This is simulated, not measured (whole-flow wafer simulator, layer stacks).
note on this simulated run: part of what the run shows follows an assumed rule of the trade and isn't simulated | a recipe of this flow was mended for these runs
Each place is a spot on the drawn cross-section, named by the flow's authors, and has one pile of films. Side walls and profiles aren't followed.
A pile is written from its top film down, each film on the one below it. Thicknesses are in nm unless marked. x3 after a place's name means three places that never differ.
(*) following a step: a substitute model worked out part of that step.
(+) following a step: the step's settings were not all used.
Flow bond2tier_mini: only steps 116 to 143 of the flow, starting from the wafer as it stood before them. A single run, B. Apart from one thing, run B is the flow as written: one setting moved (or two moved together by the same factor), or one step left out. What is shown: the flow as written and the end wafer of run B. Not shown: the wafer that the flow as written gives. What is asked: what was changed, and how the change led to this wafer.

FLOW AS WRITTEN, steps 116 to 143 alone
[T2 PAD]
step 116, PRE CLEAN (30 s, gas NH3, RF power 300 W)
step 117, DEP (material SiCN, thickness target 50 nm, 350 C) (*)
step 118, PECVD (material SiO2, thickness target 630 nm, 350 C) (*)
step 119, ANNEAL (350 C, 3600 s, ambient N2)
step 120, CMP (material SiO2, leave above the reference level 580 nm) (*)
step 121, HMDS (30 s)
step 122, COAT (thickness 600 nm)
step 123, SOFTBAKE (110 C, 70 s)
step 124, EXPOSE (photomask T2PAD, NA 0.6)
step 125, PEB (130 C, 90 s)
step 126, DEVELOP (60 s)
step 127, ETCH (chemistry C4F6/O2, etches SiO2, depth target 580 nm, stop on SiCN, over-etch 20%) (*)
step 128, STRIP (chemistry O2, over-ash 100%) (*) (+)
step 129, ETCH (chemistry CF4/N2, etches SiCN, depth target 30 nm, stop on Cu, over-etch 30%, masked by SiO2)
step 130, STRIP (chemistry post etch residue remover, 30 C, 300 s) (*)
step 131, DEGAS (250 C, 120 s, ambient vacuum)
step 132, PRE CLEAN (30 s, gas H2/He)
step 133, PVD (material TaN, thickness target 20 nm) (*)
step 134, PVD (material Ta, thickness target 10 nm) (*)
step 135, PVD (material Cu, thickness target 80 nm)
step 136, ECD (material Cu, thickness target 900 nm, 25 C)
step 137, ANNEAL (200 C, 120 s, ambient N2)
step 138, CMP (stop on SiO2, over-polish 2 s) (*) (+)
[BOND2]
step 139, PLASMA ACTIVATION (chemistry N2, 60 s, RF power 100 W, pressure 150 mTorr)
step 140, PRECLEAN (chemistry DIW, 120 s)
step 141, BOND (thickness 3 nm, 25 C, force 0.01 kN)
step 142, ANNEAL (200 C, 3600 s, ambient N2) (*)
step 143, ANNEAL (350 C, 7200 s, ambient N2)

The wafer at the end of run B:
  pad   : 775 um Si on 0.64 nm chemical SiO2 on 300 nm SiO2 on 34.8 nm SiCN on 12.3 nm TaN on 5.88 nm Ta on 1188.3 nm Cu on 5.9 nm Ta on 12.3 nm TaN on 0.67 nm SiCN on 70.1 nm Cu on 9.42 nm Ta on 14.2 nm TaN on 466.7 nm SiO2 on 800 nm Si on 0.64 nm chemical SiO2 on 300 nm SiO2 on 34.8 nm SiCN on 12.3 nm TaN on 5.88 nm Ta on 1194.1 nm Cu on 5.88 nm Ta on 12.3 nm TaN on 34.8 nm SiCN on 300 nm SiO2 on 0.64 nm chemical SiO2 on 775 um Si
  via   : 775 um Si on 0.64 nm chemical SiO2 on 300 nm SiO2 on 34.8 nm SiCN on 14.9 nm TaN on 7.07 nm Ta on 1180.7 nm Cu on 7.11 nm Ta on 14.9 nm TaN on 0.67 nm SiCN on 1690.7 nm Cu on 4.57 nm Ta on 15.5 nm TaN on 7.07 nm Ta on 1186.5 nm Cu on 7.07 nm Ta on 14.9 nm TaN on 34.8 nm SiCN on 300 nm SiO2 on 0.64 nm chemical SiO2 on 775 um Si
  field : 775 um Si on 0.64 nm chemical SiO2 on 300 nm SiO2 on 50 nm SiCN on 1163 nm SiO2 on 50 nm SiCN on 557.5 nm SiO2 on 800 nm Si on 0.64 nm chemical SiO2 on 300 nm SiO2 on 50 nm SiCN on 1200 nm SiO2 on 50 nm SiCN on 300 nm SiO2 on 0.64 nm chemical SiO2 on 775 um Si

Cause: step 129, ETCH: depth target 22.9 nm was run, while the flow as written has depth target 30 nm.

The path from the change to this, step by step:
  step 129, ETCH (chemistry CF4/N2, etches SiCN, depth target 30 nm, stop on Cu, over-etch 30%, masked by SiO2)
      pad, via: -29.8 SiCN (in the flow as written it would be: -30.4 SiCN (all of it), -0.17 Cu)
      field: -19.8 SiO2 (in the flow as written it would be: -26 SiO2)
  step 130, STRIP (chemistry post etch residue remover, 30 C, 300 s) (*)
      pad, via: nothing (in the flow as written it would be: -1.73 Cu)
Taking metal films that touch as one body, pad has 3 bodies (between them, from the top down: SiCN 0.67; SiO2 466.7 / Si 800 / chemical SiO2 0.64 / SiO2 300 / SiCN 34.8); the flow as written gives 2 bodies (between them, from the top down: SiO2 466.7 / Si 800 / chemical SiO2 0.64 / SiO2 300 / SiCN 34.8).
Taking metal films that touch as one body, via has 2 bodies (between them, from the top down: SiCN 0.67); the flow as written gives 1 body.
